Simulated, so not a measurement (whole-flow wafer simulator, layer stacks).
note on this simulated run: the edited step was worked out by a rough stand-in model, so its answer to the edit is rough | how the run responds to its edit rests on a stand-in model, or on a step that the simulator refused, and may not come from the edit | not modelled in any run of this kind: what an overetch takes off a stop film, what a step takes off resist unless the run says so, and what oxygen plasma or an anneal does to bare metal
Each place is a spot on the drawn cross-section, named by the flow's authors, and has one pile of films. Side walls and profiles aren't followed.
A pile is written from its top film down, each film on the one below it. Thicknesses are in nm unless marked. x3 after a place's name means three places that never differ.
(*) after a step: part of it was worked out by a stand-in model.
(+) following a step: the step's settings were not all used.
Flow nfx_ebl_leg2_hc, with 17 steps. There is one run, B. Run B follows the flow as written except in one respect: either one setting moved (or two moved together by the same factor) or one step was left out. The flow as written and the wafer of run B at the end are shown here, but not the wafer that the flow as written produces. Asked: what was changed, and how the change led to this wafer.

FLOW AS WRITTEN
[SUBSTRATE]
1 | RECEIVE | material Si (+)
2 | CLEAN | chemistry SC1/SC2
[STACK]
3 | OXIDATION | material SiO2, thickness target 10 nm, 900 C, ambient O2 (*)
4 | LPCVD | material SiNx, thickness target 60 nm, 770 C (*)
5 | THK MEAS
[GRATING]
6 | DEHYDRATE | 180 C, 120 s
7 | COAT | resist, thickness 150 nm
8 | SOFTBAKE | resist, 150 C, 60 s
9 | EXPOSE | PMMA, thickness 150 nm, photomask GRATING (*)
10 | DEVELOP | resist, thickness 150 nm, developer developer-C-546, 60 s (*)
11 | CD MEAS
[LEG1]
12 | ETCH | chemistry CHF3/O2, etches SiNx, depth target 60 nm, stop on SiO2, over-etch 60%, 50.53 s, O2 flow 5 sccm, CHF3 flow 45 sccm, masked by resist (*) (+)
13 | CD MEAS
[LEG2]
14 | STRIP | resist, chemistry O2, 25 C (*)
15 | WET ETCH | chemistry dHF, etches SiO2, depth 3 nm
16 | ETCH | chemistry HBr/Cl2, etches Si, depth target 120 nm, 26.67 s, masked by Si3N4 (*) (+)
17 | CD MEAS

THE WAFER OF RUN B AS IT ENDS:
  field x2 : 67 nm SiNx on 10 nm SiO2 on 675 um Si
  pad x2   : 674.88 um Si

The reason: step 4, LPCVD: thickness target 78.4 nm was run, whereas the flow has thickness target 60 nm.

The path from the change to this, step by step:
  4 | LPCVD | material SiNx, thickness target 60 nm, 770 C (*)
      field x2, pad x2: SiNx gains 78.4 (new film) (as written it would have been: SiNx gains 60 (new film))
  12 | ETCH | chemistry CHF3/O2, etches SiNx, depth target 60 nm, stop on SiO2, over-etch 60%, 50.53 s, O2 flow 5 sccm, CHF3 flow 45 sccm, masked by resist (*) (+)
      pad x2: SiNx loses 78.4 (all of it), SiO2 loses 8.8 (as written it would have been: SiNx loses 60 (all of it), SiO2 loses 10 (all of it))
  14 | STRIP | resist, chemistry O2, 25 C (*)
      pad x2: nothing (as written it would have been: chemical SiO2 gains 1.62 (new film), Si loses 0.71)
  15 | WET ETCH | chemistry dHF, etches SiO2, depth 3 nm
      pad x2: SiO2 loses 1.2 (all of it) (as written it would have been: chemical SiO2 loses 1.62 (all of it))
